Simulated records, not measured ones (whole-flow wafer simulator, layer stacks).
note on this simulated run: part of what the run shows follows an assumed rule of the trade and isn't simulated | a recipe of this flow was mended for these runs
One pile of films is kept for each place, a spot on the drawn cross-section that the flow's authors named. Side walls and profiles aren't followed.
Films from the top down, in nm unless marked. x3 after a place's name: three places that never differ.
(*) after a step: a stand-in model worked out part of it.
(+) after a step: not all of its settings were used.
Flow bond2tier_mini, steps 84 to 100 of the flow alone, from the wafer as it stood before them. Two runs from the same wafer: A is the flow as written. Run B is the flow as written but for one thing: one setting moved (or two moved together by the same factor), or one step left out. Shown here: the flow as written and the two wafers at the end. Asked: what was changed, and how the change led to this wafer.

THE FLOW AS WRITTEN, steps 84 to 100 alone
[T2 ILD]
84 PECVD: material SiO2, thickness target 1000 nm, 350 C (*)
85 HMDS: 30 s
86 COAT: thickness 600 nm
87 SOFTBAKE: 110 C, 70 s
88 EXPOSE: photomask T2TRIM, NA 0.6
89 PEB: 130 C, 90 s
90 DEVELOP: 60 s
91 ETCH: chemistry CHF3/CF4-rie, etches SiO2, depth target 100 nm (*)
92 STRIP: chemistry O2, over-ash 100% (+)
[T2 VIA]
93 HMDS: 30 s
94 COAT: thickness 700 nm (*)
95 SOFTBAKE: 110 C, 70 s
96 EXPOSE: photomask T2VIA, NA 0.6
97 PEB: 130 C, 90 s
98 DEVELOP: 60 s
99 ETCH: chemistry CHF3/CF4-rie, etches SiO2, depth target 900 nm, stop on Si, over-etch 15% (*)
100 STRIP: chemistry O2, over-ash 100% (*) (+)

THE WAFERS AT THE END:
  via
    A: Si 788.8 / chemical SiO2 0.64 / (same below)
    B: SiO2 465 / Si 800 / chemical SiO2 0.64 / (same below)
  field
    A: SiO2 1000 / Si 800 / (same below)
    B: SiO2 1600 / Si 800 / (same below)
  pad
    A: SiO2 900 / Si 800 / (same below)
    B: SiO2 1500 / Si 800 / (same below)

The cause: step 84, PECVD: thickness target 1600 nm was run, where the flow has thickness target 1000 nm.
It can be read off the wafer: field has SiO2 1600, and step 84 as written asks for 1000 nm.

How the change led to this, step by step:
  84 PECVD: material SiO2, thickness target 1000 nm, 350 C (*)
      field, pad, via: A SiO2 +1000 (new film) | B SiO2 +1600 (new film)
  99 ETCH: chemistry CHF3/CF4-rie, etches SiO2, depth target 900 nm, stop on Si, over-etch 15% (*)
      via: A SiO2 -900 (all of it), Si -11.2 | B SiO2 -1035
